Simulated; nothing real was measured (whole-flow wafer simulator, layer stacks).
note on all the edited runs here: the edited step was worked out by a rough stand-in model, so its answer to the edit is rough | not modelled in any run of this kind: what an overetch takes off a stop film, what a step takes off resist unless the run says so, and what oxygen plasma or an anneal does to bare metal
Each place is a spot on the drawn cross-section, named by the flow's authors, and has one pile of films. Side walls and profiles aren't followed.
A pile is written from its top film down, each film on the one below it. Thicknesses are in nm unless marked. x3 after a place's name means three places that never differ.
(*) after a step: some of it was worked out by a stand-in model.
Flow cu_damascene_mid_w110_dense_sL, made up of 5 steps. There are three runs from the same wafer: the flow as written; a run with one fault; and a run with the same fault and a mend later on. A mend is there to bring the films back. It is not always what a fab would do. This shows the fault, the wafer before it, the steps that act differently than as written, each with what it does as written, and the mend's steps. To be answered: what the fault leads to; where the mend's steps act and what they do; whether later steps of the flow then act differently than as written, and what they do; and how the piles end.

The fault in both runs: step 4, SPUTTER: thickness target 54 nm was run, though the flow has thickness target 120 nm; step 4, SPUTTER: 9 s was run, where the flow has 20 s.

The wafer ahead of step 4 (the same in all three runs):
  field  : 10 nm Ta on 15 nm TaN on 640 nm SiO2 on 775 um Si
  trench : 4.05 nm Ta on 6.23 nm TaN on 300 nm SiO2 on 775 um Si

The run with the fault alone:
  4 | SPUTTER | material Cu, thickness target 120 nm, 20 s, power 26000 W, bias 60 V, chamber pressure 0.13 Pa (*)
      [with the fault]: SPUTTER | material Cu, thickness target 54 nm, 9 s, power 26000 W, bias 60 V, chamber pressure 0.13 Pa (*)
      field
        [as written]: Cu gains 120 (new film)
        [with the fault]: Cu gains 54 (new film)
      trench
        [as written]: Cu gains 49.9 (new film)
        [with the fault]: Cu gains 22.5 (new film)
  Later steps of the flow acting differently than as written:
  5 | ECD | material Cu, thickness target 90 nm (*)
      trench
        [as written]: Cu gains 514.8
        [with the fault]: Cu gains 476.3
  The piles end different from the flow's at field, trench by more than 2% or 0.5 nm, whichever is larger.
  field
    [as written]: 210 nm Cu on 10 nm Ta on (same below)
    [with the fault]: 144 nm Cu on 10 nm Ta on (same below)
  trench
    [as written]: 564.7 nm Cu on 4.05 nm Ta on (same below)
    [with the fault]: 498.7 nm Cu on 4.05 nm Ta on (same below)

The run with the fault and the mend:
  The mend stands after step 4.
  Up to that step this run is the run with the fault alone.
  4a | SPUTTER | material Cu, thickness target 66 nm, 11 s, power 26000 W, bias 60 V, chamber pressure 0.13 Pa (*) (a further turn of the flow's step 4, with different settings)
      field
        Cu gains 66
      trench
        Cu gains 23
  None of the later steps of the flow differs from how it acts as written, at any place that is followed, by more than 2% or 0.5 nm, whichever is larger.
  At every place that both follow, the piles at the end match the flow's.
